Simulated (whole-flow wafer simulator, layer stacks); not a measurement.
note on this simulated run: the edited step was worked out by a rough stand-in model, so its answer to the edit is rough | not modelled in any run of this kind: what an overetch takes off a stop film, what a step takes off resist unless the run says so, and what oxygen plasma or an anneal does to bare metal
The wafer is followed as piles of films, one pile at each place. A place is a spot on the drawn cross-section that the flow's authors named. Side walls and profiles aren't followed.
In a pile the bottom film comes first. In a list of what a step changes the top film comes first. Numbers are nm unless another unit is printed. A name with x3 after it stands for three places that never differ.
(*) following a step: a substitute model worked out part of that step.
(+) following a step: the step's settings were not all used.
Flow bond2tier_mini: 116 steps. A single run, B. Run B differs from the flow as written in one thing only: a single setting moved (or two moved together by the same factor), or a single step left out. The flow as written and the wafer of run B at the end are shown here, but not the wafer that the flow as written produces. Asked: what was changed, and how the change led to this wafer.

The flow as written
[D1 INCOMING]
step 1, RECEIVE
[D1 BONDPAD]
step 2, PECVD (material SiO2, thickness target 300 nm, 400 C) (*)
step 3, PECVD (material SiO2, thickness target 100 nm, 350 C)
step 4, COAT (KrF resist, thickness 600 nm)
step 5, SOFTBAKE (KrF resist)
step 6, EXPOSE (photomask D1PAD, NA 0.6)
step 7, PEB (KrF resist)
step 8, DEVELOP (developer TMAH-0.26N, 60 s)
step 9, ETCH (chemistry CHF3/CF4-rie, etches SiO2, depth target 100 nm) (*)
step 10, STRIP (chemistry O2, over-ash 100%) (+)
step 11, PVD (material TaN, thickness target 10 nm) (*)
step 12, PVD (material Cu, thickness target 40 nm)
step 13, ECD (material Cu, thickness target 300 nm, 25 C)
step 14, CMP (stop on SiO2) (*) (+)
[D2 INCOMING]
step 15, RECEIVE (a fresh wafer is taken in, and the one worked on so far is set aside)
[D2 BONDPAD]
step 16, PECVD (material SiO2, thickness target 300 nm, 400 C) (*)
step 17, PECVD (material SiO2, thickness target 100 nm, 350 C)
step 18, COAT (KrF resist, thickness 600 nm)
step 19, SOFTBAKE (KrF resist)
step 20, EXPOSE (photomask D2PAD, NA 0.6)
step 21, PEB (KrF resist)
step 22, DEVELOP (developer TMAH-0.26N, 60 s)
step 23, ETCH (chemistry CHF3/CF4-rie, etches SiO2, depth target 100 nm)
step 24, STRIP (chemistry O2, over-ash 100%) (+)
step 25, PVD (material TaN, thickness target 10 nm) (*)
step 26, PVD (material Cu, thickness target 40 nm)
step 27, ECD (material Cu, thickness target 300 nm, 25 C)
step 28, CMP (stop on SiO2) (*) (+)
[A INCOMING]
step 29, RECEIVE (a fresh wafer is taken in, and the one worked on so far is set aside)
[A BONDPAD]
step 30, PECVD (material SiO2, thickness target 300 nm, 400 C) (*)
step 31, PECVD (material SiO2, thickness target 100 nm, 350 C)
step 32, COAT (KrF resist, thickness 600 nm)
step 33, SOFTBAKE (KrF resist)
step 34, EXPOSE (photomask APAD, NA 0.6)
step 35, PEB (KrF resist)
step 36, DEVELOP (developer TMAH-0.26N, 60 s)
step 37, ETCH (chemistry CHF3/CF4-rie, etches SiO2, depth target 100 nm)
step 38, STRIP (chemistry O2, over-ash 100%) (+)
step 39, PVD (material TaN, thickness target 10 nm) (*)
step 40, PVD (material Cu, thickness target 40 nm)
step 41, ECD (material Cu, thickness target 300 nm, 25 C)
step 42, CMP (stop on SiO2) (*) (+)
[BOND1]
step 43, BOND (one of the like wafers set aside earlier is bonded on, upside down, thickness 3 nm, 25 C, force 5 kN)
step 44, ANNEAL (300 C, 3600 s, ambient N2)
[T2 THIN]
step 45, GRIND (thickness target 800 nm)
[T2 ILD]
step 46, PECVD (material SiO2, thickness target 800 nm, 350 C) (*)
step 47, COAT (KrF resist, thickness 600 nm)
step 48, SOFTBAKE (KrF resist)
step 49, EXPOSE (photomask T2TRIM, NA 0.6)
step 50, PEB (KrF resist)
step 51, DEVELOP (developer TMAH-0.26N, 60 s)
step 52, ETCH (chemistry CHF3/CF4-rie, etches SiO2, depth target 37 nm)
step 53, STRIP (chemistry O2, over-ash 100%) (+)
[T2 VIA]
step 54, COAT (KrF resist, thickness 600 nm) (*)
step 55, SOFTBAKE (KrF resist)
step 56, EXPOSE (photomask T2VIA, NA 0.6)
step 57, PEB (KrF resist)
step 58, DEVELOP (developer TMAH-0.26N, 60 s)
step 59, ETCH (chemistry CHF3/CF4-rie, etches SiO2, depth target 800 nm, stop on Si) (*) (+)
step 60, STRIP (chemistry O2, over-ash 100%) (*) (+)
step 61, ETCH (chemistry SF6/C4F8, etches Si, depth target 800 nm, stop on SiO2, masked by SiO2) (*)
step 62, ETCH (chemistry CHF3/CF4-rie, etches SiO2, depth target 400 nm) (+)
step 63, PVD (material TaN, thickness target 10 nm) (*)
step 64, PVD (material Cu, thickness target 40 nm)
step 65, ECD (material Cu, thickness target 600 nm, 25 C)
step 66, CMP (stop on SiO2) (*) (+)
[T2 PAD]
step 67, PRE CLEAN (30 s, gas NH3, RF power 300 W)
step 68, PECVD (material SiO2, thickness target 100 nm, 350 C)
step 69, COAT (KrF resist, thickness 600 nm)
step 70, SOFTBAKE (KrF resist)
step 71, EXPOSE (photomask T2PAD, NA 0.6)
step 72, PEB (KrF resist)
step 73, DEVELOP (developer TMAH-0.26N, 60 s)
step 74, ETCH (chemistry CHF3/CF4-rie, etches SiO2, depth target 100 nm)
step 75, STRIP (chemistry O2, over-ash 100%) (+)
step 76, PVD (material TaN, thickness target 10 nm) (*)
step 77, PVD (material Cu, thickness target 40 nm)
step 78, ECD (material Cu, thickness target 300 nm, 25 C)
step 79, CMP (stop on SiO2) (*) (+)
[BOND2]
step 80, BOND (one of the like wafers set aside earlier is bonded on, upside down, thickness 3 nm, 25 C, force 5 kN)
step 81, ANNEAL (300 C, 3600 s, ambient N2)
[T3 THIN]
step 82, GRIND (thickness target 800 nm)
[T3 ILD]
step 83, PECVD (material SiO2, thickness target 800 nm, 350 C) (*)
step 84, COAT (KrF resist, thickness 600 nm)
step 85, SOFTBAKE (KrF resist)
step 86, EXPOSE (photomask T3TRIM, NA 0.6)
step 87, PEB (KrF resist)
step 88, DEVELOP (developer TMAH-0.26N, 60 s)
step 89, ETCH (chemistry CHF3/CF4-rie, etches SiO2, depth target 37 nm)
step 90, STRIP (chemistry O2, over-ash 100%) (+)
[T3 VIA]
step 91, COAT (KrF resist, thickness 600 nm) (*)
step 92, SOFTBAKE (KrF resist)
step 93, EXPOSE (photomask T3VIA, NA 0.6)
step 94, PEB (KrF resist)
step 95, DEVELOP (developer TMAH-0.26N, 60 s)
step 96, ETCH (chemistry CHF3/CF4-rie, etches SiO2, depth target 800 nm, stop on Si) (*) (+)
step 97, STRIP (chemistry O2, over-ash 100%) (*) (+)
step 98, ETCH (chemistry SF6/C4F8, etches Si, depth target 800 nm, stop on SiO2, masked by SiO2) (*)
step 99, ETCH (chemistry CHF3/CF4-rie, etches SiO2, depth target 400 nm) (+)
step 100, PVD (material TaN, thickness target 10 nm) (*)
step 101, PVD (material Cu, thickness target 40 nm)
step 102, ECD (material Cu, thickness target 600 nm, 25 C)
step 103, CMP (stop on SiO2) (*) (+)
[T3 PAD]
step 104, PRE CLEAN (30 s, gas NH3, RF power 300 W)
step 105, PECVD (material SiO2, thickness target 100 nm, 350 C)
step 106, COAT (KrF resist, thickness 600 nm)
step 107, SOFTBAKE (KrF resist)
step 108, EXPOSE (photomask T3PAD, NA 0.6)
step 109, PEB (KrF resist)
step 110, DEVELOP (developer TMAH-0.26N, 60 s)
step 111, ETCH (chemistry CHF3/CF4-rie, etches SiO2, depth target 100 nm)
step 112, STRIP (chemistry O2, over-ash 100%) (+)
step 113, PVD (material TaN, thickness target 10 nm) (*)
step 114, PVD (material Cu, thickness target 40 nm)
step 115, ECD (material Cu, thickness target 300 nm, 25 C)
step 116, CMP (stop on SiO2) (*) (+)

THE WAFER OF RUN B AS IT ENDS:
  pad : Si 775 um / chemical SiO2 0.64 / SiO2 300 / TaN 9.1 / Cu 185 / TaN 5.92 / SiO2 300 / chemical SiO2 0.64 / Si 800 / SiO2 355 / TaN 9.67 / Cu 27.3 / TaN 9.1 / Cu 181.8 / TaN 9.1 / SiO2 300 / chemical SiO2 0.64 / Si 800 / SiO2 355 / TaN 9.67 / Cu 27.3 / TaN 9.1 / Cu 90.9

The reason: step 11, PVD: thickness target 6.5 nm was run, whereas the flow has thickness target 10 nm.

How this came from the change, step by step:
  step 11, PVD (material TaN, thickness target 10 nm) (*)
      field: TaN gains 6.5 (new film) (in the flow as written it would be: TaN gains 10 (new film))
      pad: TaN gains 5.92 (new film) (in the flow as written it would be: TaN gains 9.1 (new film))
      (also at 1 further place)
  step 14, CMP (stop on SiO2) (*) (+)
      field: Cu loses 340 (all of it), TaN loses 6.5 (all of it) (in the flow as written it would be: Cu loses 340 (all of it), TaN loses 10 (all of it))
  step 43, BOND (one of the like wafers set aside earlier is bonded on, upside down, thickness 3 nm, 25 C, force 5 kN)
      pad: Si gains 775 um (new film), chemical SiO2 gains 0.64 (new film), SiO2 gains 300 (new film), TaN gains 5.92 (new film), Cu gains 94.1 (in the flow as written it would be: Si gains 775 um (new film), chemical SiO2 gains 0.64 (new film), SiO2 gains 300 (new film), TaN gains 9.1 (new film), Cu gains 90.9)
      via: Si gains 775 um (new film), chemical SiO2 gains 0.64 (new film), SiO2 gains 300 (new film), TaN gains 6.48 (new film), Cu gains 93.5 (in the flow as written it would be: Si gains 775 um (new film), chemical SiO2 gains 0.64 (new film), SiO2 gains 300 (new film), TaN gains 9.97 (new film), Cu gains 90)
